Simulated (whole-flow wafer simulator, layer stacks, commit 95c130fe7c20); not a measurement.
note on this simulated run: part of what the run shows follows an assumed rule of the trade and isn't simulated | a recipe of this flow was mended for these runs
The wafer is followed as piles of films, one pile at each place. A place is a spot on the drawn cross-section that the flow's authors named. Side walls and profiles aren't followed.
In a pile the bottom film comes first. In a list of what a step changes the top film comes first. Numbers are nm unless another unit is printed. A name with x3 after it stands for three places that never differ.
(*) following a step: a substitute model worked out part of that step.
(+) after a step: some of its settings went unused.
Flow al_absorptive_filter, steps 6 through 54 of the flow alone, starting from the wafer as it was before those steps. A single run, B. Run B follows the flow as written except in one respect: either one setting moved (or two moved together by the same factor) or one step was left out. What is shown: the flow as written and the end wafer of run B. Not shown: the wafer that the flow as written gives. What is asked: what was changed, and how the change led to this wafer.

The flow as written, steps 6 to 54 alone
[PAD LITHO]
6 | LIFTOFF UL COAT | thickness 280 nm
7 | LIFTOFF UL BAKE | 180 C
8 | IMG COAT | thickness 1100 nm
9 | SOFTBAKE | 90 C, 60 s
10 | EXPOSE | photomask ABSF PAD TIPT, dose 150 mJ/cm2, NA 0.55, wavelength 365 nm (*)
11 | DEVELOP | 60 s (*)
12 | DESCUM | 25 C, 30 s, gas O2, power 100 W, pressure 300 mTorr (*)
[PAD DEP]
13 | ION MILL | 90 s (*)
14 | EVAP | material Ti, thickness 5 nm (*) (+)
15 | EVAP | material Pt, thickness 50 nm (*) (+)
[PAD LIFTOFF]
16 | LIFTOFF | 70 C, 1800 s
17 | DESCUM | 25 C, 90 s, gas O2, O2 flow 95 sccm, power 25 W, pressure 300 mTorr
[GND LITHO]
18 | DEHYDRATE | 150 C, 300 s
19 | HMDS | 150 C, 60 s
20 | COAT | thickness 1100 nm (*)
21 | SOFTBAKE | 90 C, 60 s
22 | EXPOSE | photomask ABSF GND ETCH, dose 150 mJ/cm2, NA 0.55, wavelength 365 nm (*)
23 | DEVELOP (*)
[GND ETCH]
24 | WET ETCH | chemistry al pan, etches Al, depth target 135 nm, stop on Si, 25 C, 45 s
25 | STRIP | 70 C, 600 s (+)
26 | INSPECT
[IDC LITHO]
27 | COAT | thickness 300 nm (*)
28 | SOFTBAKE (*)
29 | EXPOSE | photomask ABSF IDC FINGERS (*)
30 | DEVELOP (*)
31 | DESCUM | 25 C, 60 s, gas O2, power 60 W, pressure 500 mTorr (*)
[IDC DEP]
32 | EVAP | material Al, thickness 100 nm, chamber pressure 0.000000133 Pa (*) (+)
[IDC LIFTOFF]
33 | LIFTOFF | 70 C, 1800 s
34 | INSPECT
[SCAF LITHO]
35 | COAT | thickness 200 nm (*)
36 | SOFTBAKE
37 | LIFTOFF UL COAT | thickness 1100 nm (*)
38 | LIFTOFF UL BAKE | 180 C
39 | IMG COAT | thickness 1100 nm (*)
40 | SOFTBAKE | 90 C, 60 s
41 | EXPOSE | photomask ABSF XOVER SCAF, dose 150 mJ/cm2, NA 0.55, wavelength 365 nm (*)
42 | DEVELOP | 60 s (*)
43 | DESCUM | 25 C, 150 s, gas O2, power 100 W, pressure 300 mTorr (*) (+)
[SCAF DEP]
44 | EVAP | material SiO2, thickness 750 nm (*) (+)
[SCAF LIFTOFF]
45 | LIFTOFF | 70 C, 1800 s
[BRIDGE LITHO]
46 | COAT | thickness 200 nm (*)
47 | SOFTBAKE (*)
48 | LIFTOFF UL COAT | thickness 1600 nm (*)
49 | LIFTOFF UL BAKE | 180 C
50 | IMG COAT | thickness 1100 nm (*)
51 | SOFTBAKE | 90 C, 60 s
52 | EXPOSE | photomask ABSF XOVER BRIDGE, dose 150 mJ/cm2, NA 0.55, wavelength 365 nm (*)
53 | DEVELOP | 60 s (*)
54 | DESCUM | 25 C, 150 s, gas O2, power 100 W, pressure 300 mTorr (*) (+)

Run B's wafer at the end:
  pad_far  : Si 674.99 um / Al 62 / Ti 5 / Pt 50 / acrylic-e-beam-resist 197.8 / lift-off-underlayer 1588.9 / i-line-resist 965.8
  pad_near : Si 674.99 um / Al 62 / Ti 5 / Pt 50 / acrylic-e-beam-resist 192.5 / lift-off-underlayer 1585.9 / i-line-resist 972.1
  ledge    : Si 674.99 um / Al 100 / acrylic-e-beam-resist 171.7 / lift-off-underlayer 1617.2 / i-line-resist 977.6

What caused this: step 11, DEVELOP: 43.5 s was run, though the flow has 60 s.

How this came from the change, step by step:
  11 | DEVELOP | 60 s (*)
      pad_far, pad_near: -1100 i-line-resist (all of it), -280 lift-off-underlayer (all of it), -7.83 Al (in the flow as written it would be: -1100 i-line-resist (all of it), -280 lift-off-underlayer (all of it), -13.3 Al)
